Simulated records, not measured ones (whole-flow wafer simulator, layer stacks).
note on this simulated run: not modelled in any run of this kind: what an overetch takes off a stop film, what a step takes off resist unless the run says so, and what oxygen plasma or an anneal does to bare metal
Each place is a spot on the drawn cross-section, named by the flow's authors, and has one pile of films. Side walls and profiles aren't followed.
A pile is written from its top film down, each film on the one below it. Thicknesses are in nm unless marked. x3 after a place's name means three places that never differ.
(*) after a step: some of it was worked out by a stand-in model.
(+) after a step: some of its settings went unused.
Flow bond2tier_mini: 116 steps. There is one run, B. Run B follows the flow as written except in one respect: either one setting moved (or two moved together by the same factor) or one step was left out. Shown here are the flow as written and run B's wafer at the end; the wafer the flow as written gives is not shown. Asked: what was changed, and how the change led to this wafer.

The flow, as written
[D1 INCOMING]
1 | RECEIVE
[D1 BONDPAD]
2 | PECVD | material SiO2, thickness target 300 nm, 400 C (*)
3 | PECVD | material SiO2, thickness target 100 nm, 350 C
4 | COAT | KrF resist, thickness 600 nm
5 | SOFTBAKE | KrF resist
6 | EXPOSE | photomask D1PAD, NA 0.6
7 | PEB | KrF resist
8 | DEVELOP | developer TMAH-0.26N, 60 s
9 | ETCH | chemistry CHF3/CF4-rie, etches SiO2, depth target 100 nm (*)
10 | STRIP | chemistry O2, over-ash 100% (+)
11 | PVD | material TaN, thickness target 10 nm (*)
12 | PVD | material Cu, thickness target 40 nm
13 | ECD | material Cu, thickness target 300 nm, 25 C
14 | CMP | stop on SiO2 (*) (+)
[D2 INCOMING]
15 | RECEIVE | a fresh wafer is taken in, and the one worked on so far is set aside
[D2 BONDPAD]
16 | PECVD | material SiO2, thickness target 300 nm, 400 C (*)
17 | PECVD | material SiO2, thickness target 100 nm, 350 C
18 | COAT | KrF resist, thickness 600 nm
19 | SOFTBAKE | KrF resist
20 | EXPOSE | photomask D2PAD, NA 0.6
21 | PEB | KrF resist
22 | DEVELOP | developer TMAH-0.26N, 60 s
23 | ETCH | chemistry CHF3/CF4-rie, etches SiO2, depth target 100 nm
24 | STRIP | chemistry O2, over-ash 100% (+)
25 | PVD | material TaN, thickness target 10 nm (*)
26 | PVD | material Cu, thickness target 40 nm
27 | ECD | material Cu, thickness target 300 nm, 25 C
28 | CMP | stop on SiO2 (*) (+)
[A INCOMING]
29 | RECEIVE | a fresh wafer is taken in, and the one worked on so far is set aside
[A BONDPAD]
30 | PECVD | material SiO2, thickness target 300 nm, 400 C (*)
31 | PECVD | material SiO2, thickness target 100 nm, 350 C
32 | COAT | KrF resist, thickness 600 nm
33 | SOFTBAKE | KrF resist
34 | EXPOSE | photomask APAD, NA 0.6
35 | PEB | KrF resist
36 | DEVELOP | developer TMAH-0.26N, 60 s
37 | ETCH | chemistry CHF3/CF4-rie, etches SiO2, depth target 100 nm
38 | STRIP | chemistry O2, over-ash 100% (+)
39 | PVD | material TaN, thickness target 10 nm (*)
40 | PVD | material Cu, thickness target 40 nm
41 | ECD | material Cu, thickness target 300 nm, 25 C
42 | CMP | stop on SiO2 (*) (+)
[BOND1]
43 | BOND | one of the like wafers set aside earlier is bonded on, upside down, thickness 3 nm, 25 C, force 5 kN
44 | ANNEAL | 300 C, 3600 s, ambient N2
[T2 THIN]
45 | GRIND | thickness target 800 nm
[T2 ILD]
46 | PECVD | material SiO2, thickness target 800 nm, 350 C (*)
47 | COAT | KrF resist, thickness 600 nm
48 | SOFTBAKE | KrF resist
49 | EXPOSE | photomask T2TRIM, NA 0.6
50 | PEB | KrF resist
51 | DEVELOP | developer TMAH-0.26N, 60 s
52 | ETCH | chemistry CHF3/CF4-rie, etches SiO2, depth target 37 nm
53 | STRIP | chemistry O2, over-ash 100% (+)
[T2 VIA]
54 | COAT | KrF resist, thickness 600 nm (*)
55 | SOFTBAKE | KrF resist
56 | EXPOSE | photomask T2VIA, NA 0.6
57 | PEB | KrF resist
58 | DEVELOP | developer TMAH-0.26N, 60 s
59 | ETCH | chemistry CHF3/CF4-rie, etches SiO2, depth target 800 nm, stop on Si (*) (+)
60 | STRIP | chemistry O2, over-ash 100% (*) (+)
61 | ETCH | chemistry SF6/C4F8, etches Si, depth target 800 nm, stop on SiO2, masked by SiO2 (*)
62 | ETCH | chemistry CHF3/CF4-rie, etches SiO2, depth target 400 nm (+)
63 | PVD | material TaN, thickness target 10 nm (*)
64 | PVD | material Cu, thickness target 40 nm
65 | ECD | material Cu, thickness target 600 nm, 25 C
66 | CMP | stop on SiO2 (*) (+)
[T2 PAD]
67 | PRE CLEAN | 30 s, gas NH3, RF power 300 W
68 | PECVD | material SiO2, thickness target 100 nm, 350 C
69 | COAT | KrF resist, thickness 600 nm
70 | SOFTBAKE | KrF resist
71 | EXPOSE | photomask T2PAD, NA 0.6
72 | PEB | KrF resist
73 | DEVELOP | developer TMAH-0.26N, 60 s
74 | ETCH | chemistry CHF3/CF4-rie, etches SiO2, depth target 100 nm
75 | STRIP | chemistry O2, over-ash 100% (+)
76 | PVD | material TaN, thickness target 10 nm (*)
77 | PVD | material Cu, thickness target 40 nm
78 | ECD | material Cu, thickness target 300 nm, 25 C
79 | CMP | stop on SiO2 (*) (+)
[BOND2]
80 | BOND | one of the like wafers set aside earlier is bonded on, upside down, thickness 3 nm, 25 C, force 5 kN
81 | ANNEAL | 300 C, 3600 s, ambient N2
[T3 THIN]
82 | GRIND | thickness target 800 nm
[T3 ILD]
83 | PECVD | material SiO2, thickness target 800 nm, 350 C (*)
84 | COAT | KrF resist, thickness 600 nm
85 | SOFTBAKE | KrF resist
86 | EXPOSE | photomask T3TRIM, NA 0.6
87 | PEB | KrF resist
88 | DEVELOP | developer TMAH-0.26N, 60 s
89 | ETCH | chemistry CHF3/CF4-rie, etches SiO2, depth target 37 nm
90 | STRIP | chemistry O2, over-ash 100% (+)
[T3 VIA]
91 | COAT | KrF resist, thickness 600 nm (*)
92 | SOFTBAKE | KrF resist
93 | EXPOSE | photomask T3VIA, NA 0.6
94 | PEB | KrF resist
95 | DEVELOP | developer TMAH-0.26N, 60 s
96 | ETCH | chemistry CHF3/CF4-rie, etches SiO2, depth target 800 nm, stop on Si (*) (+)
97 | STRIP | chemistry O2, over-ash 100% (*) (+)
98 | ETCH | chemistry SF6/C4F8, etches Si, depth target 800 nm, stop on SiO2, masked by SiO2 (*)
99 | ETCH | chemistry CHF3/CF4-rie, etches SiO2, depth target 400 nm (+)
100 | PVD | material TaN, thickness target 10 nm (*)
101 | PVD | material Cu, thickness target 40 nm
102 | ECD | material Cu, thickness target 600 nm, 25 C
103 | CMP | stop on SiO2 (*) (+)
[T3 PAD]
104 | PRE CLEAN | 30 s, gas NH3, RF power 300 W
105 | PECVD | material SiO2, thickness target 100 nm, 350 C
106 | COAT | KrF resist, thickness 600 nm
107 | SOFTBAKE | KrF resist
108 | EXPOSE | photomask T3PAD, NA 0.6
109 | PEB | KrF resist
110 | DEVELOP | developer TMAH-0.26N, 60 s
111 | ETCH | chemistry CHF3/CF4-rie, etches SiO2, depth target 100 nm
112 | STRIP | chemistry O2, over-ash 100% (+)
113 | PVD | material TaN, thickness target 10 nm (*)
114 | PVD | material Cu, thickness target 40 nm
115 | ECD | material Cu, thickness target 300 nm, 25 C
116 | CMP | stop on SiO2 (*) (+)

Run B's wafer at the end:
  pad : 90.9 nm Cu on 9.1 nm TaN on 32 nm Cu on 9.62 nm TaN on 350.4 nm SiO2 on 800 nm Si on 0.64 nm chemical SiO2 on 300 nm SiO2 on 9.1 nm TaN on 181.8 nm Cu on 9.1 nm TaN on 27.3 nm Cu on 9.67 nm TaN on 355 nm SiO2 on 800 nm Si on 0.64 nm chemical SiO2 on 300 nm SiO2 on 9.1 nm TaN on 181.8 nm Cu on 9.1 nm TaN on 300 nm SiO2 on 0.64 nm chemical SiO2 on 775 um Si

What caused this: step 89, ETCH: depth target 41.6 nm was run, though the flow has depth target 37 nm.

The path from the change to this, step by step:
  89 | ETCH | chemistry CHF3/CF4-rie, etches SiO2, depth target 37 nm
      field: KrF resist loses 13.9 (it would be, as written: KrF resist loses 12.3)
      pad: SiO2 loses 41.6 (it would be, as written: SiO2 loses 37)
